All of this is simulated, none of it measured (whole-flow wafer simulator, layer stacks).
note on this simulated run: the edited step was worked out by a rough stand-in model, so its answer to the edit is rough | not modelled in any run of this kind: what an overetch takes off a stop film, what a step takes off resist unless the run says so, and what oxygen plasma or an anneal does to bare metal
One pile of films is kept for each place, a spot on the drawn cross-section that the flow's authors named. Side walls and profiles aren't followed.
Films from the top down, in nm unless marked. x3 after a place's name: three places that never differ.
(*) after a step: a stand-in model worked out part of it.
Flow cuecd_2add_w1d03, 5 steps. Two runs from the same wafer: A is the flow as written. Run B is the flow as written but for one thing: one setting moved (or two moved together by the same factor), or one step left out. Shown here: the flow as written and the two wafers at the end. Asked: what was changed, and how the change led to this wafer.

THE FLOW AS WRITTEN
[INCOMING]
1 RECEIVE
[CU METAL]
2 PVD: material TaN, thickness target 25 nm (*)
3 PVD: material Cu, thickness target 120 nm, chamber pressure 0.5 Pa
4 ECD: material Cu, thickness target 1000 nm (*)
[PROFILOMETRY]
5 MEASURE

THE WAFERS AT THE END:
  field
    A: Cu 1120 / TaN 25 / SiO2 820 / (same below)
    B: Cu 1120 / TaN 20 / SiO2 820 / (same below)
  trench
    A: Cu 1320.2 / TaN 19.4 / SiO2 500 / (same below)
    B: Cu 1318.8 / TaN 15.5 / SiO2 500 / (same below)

The cause: step 2, PVD: thickness target 20 nm was run, where the flow has thickness target 25 nm.
It can be read off the wafer: field has TaN 20, and step 2 as written asks for 25 nm.

How the change led to this, step by step:
  2 PVD: material TaN, thickness target 25 nm (*)
      field: A TaN +25 (new film) | B TaN +20 (new film)
      trench: A TaN +19.4 (new film) | B TaN +15.5 (new film)
